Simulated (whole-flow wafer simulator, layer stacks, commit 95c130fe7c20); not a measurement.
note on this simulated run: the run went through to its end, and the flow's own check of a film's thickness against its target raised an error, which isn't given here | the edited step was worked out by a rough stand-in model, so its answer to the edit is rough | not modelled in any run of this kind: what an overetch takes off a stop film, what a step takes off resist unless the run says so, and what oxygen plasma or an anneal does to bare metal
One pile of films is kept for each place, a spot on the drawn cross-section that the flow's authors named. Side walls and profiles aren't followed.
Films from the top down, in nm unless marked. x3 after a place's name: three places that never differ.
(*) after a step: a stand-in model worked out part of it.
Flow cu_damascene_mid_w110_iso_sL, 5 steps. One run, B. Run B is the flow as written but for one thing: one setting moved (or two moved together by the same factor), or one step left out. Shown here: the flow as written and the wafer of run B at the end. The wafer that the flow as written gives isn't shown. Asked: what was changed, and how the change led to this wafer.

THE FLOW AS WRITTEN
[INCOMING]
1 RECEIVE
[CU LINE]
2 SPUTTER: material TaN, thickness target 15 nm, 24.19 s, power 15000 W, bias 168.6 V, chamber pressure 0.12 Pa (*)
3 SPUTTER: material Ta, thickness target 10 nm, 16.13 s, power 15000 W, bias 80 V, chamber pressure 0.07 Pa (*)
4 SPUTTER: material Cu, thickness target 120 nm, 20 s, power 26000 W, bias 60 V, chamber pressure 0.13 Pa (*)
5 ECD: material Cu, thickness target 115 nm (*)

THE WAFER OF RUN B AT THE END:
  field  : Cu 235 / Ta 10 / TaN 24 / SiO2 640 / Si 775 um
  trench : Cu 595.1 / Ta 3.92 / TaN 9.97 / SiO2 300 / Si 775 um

The cause: step 2, SPUTTER: thickness target 24 nm was run, where the flow has thickness target 15 nm; step 2, SPUTTER: 38.7 s was run, where the flow has 24.19 s.
It can be read off the wafer: field has TaN 24, and step 2 as written asks for 15 nm.

How the change led to this, step by step:
  2 SPUTTER: material TaN, thickness target 15 nm, 24.19 s, power 15000 W, bias 168.6 V, chamber pressure 0.12 Pa (*)
      field: TaN +24 (new film) (as written it would be: TaN +15 (new film))
      trench: TaN +9.97 (new film) (as written it would be: TaN +6.23 (new film))
  4 SPUTTER: material Cu, thickness target 120 nm, 20 s, power 26000 W, bias 60 V, chamber pressure 0.13 Pa (*)
      trench: Cu +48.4 (new film) (as written it would be: Cu +49.9 (new film))
